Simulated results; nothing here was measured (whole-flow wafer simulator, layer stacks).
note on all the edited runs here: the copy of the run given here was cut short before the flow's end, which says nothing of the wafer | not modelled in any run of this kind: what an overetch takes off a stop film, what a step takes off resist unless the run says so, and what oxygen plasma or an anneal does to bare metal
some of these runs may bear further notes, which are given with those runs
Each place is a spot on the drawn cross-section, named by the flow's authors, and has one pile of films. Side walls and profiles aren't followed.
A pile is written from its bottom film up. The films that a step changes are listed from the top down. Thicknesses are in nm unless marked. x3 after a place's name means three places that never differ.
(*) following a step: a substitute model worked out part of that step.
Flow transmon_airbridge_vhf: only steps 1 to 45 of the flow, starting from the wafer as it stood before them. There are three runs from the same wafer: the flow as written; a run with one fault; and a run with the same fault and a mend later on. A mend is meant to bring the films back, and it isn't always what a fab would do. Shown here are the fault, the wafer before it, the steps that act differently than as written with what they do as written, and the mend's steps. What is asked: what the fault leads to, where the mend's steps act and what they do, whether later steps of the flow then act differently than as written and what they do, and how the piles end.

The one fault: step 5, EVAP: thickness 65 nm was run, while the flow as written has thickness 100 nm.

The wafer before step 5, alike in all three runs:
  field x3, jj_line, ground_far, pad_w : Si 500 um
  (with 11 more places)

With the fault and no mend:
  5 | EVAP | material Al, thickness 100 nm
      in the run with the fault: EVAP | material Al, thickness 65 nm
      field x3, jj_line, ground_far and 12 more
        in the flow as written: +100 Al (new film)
        in the run with the fault: +65 Al (new film)
  Later steps of the flow acting differently than as written (15 more steps, not shown, differ only slightly: by at most 2% or 0.5 nm, whichever is larger):
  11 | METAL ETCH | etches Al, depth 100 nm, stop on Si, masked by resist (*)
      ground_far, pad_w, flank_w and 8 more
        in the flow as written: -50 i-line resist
        in the run with the fault: -48.8 i-line resist
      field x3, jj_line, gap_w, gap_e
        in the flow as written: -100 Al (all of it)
        in the run with the fault: -65 Al (all of it)
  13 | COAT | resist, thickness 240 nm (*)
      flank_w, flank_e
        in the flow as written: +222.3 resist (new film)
        in the run with the fault: +228 resist (new film)
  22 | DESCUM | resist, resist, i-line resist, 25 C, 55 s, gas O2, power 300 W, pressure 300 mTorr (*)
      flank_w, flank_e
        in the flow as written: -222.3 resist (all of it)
        in the run with the fault: -228 resist (all of it)
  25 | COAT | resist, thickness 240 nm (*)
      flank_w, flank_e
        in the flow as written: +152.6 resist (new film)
        in the run with the fault: +156.3 resist (new film)
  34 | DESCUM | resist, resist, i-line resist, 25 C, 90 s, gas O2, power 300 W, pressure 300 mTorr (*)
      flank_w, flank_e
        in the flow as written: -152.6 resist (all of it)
        in the run with the fault: -156.3 resist (all of it)
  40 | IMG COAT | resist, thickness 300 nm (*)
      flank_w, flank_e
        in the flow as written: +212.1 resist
        in the run with the fault: +217.6 resist
  At ground_far, pad_w, flank_w and 8 more, the piles at the end differ from the flow's by more than 2% or 0.5 nm, whichever is larger.
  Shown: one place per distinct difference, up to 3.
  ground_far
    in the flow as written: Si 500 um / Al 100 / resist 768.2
    in the run with the fault: Si 500 um / Al 65 / resist 768.2
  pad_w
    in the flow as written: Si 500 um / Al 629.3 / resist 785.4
    in the run with the fault: Si 500 um / Al 594.3 / resist 785.6
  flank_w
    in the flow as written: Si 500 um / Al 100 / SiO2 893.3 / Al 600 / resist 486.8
    in the run with the fault: Si 500 um / Al 65 / SiO2 893.1 / Al 600 / resist 491.4

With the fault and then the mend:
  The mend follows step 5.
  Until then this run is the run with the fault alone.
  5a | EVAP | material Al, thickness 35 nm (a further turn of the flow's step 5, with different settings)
      field x3, jj_line, ground_far and 12 more
        +35 Al
  None of the later steps of the flow acts differently than as written at any place that is followed.
  By the end, the piles equal the flow's at every place that both follow.
